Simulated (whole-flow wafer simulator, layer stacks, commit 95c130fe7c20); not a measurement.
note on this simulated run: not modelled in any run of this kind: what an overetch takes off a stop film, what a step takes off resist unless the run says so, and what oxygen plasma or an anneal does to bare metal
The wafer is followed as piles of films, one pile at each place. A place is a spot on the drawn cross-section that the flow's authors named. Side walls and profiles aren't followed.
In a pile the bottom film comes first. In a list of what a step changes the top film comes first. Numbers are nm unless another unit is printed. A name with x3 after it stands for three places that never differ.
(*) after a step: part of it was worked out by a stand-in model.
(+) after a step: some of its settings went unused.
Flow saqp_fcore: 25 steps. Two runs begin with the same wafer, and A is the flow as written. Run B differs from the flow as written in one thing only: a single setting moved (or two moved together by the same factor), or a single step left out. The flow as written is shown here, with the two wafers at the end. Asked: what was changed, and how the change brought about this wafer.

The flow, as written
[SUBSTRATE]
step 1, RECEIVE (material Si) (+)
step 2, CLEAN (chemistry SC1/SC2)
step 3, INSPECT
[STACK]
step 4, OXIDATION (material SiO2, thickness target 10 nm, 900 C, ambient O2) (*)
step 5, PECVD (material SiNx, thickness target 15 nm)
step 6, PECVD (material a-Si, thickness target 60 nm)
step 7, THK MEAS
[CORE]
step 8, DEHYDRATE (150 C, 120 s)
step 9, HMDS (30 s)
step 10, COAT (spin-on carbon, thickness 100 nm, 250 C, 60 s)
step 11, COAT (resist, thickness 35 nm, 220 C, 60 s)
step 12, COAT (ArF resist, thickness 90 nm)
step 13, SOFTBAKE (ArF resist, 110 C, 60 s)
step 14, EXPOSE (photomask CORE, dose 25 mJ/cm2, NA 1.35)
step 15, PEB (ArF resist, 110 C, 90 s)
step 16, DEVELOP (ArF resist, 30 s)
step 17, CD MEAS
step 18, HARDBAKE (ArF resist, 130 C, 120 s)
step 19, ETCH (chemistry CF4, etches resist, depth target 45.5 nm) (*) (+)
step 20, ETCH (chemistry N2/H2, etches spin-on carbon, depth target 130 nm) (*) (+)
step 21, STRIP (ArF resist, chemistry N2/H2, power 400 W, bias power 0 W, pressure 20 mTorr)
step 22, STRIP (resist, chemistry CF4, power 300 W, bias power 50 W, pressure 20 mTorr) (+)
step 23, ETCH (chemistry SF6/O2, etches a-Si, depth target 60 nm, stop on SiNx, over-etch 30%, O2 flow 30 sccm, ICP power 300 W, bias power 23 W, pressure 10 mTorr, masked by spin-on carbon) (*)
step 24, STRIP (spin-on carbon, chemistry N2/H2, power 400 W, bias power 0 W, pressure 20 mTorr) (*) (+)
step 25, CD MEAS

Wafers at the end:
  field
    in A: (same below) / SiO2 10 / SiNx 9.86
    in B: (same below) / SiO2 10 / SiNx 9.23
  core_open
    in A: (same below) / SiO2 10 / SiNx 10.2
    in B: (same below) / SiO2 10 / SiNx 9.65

Cause: step 11, COAT: thickness 42 nm was run, whereas the flow has thickness 35 nm.

Step by step, how the change led to this:
  step 11, COAT (resist, thickness 35 nm, 220 C, 60 s)
      field, core_open, core_line: A resist gains 35 (new film) | B resist gains 42 (new film)
  step 19, ETCH (chemistry CF4, etches resist, depth target 45.5 nm) (*) (+)
      field, core_open: A resist loses 35 (all of it), spin-on carbon loses 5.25 | B resist loses 42 (all of it), spin-on carbon loses 1.75
  step 20, ETCH (chemistry N2/H2, etches spin-on carbon, depth target 130 nm) (*) (+)
      field, core_open: A spin-on carbon loses 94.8 (all of it), a-Si loses 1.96 | B spin-on carbon loses 98.2 (all of it), a-Si loses 1.76
  step 22, STRIP (resist, chemistry CF4, power 300 W, bias power 50 W, pressure 20 mTorr) (+)
      field: A a-Si loses 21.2 | B a-Si loses 26.4
      core_open: A a-Si loses 18.6 | B a-Si loses 23
      (also at 1 further place)
  step 23, ETCH (chemistry SF6/O2, etches a-Si, depth target 60 nm, stop on SiNx, over-etch 30%, O2 flow 30 sccm, ICP power 300 W, bias power 23 W, pressure 10 mTorr, masked by spin-on carbon) (*)
      field: A a-Si loses 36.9 (all of it), SiNx loses 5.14 | B a-Si loses 31.9 (all of it), SiNx loses 5.77
      core_open: A a-Si loses 39.4 (all of it), SiNx loses 4.82 | B a-Si loses 35.2 (all of it), SiNx loses 5.35
      (also at 1 further place)
